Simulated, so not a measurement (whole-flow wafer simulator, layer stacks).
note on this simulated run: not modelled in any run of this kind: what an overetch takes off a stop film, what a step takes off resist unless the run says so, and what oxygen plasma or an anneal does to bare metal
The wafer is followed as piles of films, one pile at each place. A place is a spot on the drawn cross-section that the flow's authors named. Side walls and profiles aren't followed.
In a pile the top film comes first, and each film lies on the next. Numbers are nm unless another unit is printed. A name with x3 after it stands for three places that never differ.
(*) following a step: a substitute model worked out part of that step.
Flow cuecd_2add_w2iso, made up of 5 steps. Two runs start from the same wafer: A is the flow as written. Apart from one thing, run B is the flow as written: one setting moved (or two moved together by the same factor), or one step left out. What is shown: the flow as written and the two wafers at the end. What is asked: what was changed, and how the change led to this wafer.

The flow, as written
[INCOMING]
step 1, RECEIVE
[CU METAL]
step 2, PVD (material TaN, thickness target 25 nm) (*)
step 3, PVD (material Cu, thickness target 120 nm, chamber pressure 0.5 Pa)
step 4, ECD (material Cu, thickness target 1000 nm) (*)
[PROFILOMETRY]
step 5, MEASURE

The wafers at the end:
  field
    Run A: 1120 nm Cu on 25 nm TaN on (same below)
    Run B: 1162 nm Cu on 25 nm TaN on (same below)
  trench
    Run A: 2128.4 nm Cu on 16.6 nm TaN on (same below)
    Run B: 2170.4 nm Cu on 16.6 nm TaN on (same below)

Cause: step 3, PVD: thickness target 162 nm was run, whereas the flow has thickness target 120 nm.

Step by step, how the change led to this:
  step 3, PVD (material Cu, thickness target 120 nm, chamber pressure 0.5 Pa)
      field: A Cu gains 120 (new film) | B Cu gains 162 (new film)
      trench: A Cu gains 80.8 (new film) | B Cu gains 108.8 (new film)
